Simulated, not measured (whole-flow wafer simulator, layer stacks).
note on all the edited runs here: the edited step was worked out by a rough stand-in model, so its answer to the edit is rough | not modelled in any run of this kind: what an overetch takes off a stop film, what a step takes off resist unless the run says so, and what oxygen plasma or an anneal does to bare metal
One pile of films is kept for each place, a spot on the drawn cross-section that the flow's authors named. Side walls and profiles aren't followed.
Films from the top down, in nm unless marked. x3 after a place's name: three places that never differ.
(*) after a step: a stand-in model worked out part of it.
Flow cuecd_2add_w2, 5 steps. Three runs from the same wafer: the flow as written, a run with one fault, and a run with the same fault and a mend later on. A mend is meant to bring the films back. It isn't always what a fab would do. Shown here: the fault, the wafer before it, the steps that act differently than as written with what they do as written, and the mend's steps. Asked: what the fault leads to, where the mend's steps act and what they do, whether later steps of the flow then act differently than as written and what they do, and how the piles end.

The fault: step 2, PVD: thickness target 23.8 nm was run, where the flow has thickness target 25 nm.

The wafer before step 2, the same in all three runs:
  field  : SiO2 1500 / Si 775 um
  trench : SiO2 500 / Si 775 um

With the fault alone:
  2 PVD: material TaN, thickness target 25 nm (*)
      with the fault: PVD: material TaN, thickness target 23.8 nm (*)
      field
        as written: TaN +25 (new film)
        with the fault: TaN +23.8 (new film)
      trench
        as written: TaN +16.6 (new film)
        with the fault: TaN +15.8 (new film)
  No later step of the flow acts differently than as written, at any place that is followed, by more than 2% or 0.5 nm, whichever is larger.
  At the end the piles differ from the flow's by more than 2% or 0.5 nm, whichever is larger, at field, trench.
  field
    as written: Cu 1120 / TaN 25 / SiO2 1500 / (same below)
    with the fault: Cu 1120 / TaN 23.8 / SiO2 1500 / (same below)
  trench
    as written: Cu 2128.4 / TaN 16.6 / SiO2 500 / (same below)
    with the fault: Cu 2128 / TaN 15.8 / SiO2 500 / (same below)

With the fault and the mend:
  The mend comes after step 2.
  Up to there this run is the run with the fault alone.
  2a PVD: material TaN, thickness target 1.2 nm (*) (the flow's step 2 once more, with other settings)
      field
        TaN +1.2
      trench
        TaN +0.79
  No later step of the flow acts differently than as written at any place that is followed.
  At the end the piles are the same as the flow's at every place that both follow.
